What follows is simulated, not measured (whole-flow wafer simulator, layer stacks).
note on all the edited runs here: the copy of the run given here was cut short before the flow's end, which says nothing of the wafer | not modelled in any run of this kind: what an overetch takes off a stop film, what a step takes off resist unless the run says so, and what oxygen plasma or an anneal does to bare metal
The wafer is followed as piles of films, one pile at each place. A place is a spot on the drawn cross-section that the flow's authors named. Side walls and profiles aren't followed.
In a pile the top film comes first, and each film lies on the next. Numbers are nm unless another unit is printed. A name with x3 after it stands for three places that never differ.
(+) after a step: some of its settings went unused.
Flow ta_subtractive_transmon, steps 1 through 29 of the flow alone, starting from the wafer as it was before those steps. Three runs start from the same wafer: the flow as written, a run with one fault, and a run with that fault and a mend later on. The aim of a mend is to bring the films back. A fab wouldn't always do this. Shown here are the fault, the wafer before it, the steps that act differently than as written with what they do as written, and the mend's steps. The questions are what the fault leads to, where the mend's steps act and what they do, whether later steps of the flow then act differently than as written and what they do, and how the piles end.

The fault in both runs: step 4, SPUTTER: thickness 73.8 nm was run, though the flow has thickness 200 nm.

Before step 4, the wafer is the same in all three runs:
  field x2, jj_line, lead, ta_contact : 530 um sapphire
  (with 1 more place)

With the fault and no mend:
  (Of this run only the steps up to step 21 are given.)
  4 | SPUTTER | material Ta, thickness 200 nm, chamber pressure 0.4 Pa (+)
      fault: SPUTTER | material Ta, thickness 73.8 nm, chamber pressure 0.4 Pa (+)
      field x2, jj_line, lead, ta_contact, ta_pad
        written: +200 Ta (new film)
        fault: +73.8 Ta (new film)
  Steps further on in the flow that do not act as written:
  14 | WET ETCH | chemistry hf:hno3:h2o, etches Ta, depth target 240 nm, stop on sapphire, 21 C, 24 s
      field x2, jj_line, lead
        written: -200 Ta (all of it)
        fault: -73.8 Ta (all of it)
  The piles after step 21 differ from the flow's at ta_contact, ta_pad by more than 2% or 0.5 nm, whichever is larger.
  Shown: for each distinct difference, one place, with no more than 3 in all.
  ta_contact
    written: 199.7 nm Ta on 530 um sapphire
    fault: 73.5 nm Ta on 530 um sapphire

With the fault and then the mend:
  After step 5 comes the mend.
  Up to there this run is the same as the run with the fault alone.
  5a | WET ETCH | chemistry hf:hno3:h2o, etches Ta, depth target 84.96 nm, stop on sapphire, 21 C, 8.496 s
      field x2, jj_line, lead, ta_contact, ta_pad
        -73.8 Ta (all of it)
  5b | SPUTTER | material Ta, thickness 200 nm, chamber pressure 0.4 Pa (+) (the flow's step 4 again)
      field x2, jj_line, lead, ta_contact, ta_pad
        +200 Ta (new film)
  Every later step of the flow that is run acts as written at every place that is followed.
  By the end, the piles equal the flow's at every place that both follow.
